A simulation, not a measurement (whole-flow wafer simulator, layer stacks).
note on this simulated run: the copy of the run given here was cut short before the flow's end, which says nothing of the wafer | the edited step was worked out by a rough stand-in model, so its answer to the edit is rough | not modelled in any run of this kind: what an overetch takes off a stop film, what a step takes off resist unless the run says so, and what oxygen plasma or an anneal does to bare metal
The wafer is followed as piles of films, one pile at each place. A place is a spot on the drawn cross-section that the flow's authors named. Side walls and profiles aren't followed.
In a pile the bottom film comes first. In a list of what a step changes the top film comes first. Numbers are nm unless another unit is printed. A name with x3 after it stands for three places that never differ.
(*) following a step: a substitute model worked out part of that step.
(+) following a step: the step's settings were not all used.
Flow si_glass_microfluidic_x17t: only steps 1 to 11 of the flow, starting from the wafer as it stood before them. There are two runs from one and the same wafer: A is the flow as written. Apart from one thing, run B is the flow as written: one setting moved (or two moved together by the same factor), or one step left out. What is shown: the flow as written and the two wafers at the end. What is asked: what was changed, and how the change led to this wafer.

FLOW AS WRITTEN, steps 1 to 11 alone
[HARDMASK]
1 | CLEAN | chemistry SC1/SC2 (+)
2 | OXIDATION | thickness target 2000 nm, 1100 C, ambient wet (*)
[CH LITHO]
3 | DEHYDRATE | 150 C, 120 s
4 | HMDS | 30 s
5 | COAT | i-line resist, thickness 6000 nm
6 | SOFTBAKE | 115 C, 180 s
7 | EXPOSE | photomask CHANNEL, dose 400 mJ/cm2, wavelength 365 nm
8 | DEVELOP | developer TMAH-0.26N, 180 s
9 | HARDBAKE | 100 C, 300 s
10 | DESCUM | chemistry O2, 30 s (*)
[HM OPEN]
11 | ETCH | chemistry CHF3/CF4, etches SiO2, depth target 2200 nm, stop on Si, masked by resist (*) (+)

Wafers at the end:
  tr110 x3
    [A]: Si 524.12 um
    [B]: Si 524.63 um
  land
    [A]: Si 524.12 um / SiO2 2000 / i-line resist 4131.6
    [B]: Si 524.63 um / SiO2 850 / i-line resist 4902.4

What caused this: step 2, OXIDATION: thickness target 850 nm was run, while the flow as written has thickness target 2000 nm.
The wafer itself shows it: land has SiO2 850, and step 2 as written asks for 2000 nm.

How this came from the change, step by step:
  2 | OXIDATION | thickness target 2000 nm, 1100 C, ambient wet (*)
      land, tr110 x3: A +2000 SiO2 (new film), -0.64 chemical SiO2 (all of it), -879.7 Si | B +850 SiO2 (new film), -0.64 chemical SiO2 (all of it), -373.7 Si
  11 | ETCH | chemistry CHF3/CF4, etches SiO2, depth target 2200 nm, stop on Si, masked by resist (*) (+)
      tr110 x3: A -2000 SiO2 (all of it) | B -850 SiO2 (all of it)
      land: A -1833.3 i-line resist | B -1062.5 i-line resist
